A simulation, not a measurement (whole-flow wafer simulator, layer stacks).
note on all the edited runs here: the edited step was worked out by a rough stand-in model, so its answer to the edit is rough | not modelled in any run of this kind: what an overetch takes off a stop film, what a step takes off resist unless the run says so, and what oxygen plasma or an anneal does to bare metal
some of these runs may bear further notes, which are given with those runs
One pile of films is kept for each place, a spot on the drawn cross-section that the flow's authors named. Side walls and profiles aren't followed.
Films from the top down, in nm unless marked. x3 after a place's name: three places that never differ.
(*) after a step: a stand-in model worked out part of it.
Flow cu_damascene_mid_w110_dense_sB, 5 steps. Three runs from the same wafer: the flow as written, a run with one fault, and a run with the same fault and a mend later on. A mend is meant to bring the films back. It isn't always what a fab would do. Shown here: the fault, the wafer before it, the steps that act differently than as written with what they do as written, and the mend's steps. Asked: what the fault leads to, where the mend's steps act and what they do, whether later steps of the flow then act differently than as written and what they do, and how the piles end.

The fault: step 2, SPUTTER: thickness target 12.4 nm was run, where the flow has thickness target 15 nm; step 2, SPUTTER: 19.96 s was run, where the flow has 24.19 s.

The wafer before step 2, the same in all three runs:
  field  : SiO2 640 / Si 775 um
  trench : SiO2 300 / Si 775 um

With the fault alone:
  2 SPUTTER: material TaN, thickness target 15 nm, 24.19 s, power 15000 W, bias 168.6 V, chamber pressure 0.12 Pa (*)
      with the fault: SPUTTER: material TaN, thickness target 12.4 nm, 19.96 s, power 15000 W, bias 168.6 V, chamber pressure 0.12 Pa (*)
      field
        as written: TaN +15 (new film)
        with the fault: TaN +12.4 (new film)
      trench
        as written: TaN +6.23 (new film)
        with the fault: TaN +5.15 (new film)
  No later step of the flow acts differently than as written, at any place that is followed, by more than 2% or 0.5 nm, whichever is larger.
  At the end the piles differ from the flow's by more than 2% or 0.5 nm, whichever is larger, at field, trench.
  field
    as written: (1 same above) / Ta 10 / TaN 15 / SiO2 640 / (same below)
    with the fault: (1 same above) / Ta 10 / TaN 12.4 / SiO2 640 / (same below)
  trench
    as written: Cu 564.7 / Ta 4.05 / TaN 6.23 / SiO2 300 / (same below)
    with the fault: Cu 563.2 / Ta 4.08 / TaN 5.15 / SiO2 300 / (same below)

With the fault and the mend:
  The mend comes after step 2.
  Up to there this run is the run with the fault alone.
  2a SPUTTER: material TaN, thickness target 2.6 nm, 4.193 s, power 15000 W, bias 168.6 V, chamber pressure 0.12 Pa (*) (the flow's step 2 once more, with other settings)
      field
        TaN +2.6
      trench
        TaN +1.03
  No later step of the flow acts differently than as written at any place that is followed.
  At the end the piles differ from the flow's only slightly at the places that both follow, by at most 2% or 0.5 nm, whichever is larger.
